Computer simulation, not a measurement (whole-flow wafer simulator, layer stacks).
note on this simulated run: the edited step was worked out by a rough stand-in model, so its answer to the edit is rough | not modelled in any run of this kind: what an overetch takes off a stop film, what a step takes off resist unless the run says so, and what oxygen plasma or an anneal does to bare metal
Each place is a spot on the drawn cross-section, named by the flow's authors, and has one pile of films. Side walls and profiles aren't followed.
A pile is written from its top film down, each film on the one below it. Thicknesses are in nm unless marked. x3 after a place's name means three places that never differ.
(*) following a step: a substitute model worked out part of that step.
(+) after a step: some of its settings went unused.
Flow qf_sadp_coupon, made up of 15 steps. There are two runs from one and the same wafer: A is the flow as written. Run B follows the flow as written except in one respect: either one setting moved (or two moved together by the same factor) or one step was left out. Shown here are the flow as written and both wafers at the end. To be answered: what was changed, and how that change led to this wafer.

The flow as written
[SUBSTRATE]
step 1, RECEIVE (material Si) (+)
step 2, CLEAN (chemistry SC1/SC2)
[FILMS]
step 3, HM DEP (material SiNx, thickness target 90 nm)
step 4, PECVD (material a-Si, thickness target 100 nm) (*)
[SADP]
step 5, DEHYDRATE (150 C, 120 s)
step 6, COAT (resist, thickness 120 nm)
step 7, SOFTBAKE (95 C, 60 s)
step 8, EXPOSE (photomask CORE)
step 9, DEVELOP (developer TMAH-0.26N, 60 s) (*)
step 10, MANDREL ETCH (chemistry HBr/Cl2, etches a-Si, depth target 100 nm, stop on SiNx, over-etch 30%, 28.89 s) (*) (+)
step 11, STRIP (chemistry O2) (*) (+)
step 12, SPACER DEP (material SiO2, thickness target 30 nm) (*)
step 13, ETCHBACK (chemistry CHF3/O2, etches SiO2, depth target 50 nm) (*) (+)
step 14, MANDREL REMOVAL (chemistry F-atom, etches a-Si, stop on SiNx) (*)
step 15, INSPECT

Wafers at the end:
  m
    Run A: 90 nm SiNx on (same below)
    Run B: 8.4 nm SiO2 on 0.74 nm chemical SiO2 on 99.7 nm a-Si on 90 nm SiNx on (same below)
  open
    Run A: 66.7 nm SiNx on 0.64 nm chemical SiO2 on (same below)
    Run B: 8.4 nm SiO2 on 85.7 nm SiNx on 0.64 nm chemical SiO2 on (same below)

What caused this: step 13, ETCHBACK: depth target 21.6 nm was run, whereas the flow has depth target 50 nm.

Step by step, how the change led to this:
  step 13, ETCHBACK (chemistry CHF3/O2, etches SiO2, depth target 50 nm) (*) (+)
      m: A SiO2 loses 30 (all of it), chemical SiO2 loses 0.74 (all of it), a-Si loses 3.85 | B SiO2 loses 21.6
      open: A SiO2 loses 30 (all of it), SiNx loses 19 | B SiO2 loses 21.6
  step 14, MANDREL REMOVAL (chemistry F-atom, etches a-Si, stop on SiNx) (*)
      m: A a-Si loses 95.8 (all of it) | B nothing
